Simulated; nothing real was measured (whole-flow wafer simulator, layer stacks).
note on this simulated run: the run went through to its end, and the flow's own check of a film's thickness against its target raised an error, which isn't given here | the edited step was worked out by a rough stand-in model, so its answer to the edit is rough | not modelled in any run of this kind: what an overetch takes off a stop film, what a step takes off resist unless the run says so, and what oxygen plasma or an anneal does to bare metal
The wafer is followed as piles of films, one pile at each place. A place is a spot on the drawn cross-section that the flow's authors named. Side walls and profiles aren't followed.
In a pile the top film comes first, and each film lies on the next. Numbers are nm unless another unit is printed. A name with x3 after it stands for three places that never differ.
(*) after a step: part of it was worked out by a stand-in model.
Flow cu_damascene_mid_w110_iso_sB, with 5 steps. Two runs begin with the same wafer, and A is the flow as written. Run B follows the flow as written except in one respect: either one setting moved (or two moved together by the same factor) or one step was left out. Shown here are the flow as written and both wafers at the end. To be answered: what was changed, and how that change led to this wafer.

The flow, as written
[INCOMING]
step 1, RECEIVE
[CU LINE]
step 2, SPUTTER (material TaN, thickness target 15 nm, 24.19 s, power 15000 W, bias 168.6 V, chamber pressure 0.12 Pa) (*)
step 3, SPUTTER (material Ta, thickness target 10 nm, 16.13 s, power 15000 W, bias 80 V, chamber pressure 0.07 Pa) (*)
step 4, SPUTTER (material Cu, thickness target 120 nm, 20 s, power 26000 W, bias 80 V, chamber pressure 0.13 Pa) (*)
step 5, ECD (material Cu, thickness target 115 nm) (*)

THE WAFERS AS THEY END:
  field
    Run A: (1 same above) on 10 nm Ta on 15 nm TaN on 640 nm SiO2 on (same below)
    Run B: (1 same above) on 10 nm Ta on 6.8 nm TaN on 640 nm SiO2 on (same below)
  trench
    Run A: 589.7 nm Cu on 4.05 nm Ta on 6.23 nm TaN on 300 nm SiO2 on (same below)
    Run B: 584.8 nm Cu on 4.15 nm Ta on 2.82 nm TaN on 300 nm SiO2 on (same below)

What caused this: step 2, SPUTTER: thickness target 6.8 nm was run, whereas the flow has thickness target 15 nm; step 2, SPUTTER: 10.89 s was run, where the flow has 24.19 s.
One can read it off the wafer: field has TaN 6.8, and step 2 as written asks for 15 nm.

How this came from the change, step by step:
  step 2, SPUTTER (material TaN, thickness target 15 nm, 24.19 s, power 15000 W, bias 168.6 V, chamber pressure 0.12 Pa) (*)
      field: A TaN gains 15 (new film) | B TaN gains 6.8 (new film)
      trench: A TaN gains 6.23 (new film) | B TaN gains 2.82 (new film)
  step 4, SPUTTER (material Cu, thickness target 120 nm, 20 s, power 26000 W, bias 80 V, chamber pressure 0.13 Pa) (*)
      trench: A Cu gains 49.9 (new film) | B Cu gains 51.2 (new film)
